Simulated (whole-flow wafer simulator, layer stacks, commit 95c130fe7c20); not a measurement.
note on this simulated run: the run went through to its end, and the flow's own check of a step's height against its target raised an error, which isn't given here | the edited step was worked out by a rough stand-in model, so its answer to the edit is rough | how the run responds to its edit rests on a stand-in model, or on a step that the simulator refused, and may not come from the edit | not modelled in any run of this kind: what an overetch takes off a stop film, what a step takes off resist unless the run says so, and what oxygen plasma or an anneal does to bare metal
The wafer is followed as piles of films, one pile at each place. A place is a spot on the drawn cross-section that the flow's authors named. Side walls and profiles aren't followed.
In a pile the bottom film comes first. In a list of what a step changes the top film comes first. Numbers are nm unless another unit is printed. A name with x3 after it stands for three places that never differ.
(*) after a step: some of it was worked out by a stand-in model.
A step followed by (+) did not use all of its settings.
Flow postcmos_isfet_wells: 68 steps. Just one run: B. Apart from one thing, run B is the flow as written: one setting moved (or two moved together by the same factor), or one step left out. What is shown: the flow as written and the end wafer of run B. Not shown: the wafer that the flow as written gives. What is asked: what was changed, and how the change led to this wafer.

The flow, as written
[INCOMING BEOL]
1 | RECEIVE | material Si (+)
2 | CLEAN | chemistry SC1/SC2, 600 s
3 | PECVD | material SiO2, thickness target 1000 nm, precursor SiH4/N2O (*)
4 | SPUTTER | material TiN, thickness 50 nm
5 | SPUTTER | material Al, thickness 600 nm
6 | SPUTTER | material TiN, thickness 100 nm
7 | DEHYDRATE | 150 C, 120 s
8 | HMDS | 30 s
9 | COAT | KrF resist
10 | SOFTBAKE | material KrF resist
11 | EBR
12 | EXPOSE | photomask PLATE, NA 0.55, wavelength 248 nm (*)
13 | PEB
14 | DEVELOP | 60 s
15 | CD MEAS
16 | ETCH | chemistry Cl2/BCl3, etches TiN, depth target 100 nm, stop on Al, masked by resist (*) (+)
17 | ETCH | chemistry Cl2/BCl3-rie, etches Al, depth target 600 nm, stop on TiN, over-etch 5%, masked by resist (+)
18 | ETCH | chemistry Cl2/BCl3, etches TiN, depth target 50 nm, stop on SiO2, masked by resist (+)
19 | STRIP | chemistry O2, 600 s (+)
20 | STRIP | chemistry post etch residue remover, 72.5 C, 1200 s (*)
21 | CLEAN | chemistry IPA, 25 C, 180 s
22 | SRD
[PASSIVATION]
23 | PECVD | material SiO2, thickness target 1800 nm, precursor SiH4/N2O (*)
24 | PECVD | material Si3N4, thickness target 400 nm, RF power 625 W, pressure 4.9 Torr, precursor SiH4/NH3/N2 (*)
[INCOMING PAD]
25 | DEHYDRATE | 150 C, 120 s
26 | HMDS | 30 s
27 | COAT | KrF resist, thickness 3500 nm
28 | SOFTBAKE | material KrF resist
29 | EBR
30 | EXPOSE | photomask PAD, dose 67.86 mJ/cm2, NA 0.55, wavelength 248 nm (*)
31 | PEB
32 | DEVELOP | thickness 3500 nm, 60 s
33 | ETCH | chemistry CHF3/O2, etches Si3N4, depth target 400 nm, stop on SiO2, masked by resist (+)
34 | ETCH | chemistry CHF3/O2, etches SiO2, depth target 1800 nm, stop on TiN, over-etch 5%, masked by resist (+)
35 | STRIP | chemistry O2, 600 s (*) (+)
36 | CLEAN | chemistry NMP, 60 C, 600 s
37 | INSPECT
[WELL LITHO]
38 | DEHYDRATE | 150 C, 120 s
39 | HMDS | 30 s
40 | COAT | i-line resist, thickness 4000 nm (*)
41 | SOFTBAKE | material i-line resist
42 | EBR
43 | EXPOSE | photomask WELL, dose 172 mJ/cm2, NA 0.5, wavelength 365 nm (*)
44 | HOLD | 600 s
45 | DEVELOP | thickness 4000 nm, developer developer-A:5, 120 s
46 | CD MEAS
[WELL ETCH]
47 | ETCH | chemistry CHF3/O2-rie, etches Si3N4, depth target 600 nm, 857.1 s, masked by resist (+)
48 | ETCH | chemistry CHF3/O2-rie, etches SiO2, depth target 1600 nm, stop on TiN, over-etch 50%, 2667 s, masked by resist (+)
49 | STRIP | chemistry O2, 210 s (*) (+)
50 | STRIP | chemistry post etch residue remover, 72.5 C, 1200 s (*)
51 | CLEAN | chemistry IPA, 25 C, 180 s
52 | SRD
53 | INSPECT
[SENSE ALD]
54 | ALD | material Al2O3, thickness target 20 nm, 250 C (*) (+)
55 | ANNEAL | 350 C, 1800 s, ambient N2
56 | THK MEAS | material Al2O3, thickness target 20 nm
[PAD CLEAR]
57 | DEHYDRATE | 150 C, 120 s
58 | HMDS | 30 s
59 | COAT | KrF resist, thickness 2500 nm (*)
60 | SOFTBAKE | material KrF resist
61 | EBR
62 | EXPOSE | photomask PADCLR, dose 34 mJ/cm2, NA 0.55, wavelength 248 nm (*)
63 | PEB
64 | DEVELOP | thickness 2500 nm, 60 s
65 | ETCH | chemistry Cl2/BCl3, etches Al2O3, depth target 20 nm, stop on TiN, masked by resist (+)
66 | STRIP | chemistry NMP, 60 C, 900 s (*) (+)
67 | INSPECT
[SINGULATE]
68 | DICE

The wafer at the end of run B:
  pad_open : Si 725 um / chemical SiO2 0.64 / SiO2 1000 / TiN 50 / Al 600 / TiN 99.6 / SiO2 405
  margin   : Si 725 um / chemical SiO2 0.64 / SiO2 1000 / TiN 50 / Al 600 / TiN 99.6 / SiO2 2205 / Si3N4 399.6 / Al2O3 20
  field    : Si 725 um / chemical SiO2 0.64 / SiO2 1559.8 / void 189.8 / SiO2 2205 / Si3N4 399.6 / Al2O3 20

The reason: step 23, PECVD: thickness target 2205 nm was run, whereas the flow has thickness target 1800 nm.
The wafer itself shows it: margin has SiO2 2205, and step 23 as written asks for 1800 nm.

How this came from the change, step by step:
  23 | PECVD | material SiO2, thickness target 1800 nm, precursor SiH4/N2O (*)
      margin, well900, well1300 x3, pad_rim, pad_clr, pad_open: SiO2 gains 2205 (new film) (it would be, as written: SiO2 gains 1800 (new film))
      field: SiO2 gains 2205 (new film), void gains 189.8 (new film), SiO2 gains 559.8 (it would be, as written: SiO2 gains 1800 (new film), void gains 189.9 (new film), SiO2 gains 559.7)
  34 | ETCH | chemistry CHF3/O2, etches SiO2, depth target 1800 nm, stop on TiN, over-etch 5%, masked by resist (+)
      pad_open: SiO2 loses 1800 (it would be, as written: SiO2 loses 1800 (all of it))
  48 | ETCH | chemistry CHF3/O2-rie, etches SiO2, depth target 1600 nm, stop on TiN, over-etch 50%, 2667 s, masked by resist (+)
      well900, well1300 x3: SiO2 loses 2005 (all of it) (it would be, as written: SiO2 loses 1600 (all of it))
  59 | COAT | KrF resist, thickness 2500 nm (*)
      field: KrF resist gains 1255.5 (new film) (it would be, as written: KrF resist gains 1449 (new film))
      margin: KrF resist gains 1255.4 (new film) (it would be, as written: KrF resist gains 1448.9 (new film))
  63 | PEB
      field, margin: KrF resist loses 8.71 (it would be, as written: KrF resist loses 10.1)
  66 | STRIP | chemistry NMP, 60 C, 900 s (*) (+)
      field: KrF resist loses 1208 (all of it) (it would be, as written: KrF resist loses 1400.1 (all of it))
      margin: KrF resist loses 1207.9 (all of it) (it would be, as written: KrF resist loses 1400.1 (all of it))
